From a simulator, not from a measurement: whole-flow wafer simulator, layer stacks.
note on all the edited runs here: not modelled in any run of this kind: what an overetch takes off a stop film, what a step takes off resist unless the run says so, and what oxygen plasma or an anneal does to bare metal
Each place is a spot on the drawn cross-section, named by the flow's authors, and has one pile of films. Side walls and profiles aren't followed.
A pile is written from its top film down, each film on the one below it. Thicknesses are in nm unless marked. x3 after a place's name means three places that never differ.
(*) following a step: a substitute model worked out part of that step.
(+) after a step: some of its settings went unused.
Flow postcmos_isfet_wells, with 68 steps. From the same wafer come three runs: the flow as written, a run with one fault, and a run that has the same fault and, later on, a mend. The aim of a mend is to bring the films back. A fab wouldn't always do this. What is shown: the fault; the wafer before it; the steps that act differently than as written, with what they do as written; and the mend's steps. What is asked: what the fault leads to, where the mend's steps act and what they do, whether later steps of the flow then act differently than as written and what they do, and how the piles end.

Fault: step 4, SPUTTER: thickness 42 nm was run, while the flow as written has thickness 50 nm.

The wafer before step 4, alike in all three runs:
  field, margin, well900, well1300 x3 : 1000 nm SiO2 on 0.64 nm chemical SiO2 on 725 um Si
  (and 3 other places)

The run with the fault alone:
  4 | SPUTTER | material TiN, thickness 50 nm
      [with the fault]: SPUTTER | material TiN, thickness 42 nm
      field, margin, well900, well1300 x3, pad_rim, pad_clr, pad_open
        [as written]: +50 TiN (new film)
        [with the fault]: +42 TiN (new film)
  Steps later in the flow that act otherwise than as written:
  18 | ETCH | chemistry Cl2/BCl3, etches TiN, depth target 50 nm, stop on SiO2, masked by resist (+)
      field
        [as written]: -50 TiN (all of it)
        [with the fault]: -42 TiN (all of it)
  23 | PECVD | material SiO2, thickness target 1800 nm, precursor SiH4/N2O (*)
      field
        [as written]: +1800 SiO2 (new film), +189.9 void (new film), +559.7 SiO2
        [with the fault]: +1800 SiO2 (new film), +183.8 void (new film), +557.7 SiO2
  By the end, the piles at field, margin, well900, well1300 x3, pad_rim, pad_clr, pad_open depart from the flow's by more than 2% or 0.5 nm, whichever is larger.
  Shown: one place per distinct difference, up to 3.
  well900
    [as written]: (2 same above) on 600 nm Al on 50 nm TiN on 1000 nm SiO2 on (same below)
    [with the fault]: (2 same above) on 600 nm Al on 42 nm TiN on 1000 nm SiO2 on (same below)
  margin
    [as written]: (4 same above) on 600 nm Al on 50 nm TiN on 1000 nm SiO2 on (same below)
    [with the fault]: (4 same above) on 600 nm Al on 42 nm TiN on 1000 nm SiO2 on (same below)
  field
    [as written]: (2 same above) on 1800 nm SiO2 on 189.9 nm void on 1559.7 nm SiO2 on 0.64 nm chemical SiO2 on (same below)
    [with the fault]: (2 same above) on 1800 nm SiO2 on 183.8 nm void on 1557.7 nm SiO2 on 0.64 nm chemical SiO2 on (same below)

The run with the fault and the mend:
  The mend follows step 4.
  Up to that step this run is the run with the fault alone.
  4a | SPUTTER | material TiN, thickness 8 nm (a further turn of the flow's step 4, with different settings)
      field, margin, well900, well1300 x3, pad_rim, pad_clr, pad_open
        +8 TiN
  Every later step of the flow that is run acts as written at every place that is followed.
  The piles end the same as the flow's at every place that both follow.
